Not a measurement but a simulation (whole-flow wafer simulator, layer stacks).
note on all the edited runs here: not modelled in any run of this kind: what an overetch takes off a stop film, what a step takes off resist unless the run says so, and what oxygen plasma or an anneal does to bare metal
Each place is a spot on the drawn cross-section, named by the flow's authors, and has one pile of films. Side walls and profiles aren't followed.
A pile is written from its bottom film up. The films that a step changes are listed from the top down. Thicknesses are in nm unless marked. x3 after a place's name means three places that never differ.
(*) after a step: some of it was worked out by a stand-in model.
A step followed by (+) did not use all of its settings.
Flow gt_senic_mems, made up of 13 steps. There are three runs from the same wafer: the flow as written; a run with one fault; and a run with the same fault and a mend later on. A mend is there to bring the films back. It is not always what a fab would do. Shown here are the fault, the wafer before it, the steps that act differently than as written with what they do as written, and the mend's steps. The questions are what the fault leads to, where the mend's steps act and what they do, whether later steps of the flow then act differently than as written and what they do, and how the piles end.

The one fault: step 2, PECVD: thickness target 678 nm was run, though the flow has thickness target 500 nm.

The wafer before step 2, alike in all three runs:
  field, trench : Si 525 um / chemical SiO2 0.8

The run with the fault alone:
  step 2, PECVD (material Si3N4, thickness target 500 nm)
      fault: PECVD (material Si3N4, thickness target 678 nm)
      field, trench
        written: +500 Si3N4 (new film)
        fault: +678 Si3N4 (new film)
  Later steps of the flow acting differently than as written (not shown: 1 more step that differs only slightly, by at most 2% or 0.5 nm, whichever is larger):
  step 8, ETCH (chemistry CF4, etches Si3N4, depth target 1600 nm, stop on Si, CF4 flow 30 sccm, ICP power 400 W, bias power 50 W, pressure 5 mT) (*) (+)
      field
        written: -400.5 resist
        fault: -519.2 resist
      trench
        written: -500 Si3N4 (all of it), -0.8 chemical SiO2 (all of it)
        fault: -678 Si3N4 (all of it), -0.8 chemical SiO2 (all of it)
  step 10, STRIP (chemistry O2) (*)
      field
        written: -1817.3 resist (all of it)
        fault: -1698.6 resist (all of it)
  At field, the piles at the end differ from the flow's by more than 2% or 0.5 nm, whichever is larger.
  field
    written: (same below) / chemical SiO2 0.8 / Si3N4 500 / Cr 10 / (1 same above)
    fault: (same below) / chemical SiO2 0.8 / Si3N4 678 / Cr 10 / (1 same above)

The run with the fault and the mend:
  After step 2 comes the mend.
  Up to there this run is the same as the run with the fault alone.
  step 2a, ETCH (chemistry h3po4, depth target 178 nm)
      field, trench
        -178 Si3N4
  Later steps of the flow that are run all act as written at every place that is followed.
  The piles end the same as the flow's at every place that both follow.
